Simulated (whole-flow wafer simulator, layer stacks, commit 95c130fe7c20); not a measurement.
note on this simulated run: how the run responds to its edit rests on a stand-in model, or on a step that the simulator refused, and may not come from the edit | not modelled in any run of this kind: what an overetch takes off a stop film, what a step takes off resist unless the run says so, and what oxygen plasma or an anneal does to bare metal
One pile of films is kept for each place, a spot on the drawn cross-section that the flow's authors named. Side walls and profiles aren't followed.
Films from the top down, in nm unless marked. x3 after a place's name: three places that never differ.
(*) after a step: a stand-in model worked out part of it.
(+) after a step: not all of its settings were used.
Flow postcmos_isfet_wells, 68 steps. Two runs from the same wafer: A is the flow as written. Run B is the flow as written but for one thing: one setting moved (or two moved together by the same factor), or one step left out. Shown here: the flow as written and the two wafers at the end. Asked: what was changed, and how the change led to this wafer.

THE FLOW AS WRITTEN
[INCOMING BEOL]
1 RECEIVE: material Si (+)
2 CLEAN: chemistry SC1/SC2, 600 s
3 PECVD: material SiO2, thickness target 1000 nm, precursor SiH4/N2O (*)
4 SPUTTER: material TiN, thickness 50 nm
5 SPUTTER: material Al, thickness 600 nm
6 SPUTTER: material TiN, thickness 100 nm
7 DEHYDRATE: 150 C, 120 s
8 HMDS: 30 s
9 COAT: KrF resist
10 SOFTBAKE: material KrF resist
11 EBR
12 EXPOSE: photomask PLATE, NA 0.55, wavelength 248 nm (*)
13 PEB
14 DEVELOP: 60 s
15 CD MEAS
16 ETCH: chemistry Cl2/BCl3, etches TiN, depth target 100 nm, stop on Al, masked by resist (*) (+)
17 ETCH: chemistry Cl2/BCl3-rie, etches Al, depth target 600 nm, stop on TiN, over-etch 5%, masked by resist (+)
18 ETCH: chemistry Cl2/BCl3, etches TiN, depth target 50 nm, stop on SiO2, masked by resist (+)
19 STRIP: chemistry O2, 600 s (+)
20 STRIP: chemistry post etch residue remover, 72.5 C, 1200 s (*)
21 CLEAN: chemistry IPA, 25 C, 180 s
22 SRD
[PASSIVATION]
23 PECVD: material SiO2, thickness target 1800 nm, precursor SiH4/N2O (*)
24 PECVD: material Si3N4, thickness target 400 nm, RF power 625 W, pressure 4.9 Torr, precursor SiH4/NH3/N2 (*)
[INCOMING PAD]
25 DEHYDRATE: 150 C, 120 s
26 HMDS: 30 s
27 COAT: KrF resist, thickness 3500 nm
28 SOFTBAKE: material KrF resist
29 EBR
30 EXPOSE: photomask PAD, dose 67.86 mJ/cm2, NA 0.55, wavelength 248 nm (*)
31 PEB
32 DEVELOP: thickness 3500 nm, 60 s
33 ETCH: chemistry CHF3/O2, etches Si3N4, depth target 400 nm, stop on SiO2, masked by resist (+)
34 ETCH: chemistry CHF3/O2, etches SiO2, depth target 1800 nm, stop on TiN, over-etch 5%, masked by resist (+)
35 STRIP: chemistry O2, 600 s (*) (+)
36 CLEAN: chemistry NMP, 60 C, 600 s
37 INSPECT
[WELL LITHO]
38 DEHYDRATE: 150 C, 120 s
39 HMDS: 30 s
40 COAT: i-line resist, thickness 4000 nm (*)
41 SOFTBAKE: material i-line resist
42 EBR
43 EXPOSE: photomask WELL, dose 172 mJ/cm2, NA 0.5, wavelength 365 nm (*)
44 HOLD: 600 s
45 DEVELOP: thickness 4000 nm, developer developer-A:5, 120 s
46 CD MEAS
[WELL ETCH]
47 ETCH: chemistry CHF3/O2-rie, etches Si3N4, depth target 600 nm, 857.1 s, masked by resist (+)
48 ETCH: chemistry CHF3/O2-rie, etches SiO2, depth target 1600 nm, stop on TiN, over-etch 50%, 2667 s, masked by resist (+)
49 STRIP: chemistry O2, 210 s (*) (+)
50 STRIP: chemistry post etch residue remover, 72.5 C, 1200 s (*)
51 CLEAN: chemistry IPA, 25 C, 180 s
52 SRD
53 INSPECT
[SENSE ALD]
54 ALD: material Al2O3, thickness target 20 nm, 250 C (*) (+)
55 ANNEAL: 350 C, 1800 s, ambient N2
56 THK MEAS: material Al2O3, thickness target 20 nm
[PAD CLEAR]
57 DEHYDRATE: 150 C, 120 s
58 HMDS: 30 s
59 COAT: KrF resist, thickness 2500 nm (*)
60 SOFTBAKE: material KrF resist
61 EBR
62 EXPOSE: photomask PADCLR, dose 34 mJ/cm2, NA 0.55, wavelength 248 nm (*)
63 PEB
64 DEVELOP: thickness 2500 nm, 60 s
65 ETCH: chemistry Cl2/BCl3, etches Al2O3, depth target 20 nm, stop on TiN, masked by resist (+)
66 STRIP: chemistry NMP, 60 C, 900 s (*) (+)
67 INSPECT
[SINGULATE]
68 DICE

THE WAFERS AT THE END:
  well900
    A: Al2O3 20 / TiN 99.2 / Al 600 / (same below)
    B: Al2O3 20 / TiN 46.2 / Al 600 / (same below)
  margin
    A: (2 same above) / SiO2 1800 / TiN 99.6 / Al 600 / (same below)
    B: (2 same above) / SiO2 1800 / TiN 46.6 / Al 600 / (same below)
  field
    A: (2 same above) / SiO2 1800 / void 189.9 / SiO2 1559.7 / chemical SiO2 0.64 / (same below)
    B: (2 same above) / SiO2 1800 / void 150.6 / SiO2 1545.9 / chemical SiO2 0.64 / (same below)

The cause: step 6, SPUTTER: thickness 47 nm was run, where the flow has thickness 100 nm.

How the change led to this, step by step:
  6 SPUTTER: material TiN, thickness 100 nm
      field, margin, well900, well1300 x3, pad_rim, pad_clr, pad_open: A TiN +100 (new film) | B TiN +47 (new film)
  16 ETCH: chemistry Cl2/BCl3, etches TiN, depth target 100 nm, stop on Al, masked by resist (*) (+)
      margin, well900, well1300 x3, pad_rim, pad_clr, pad_open: A KrF resist -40 | B KrF resist -28.2
      field: A TiN -100 (all of it) | B TiN -47 (all of it)
  23 PECVD: material SiO2, thickness target 1800 nm, precursor SiH4/N2O (*)
      field: A SiO2 +1800 (new film), void +189.9 (new film), SiO2 +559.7 | B SiO2 +1800 (new film), void +150.6 (new film), SiO2 +545.9
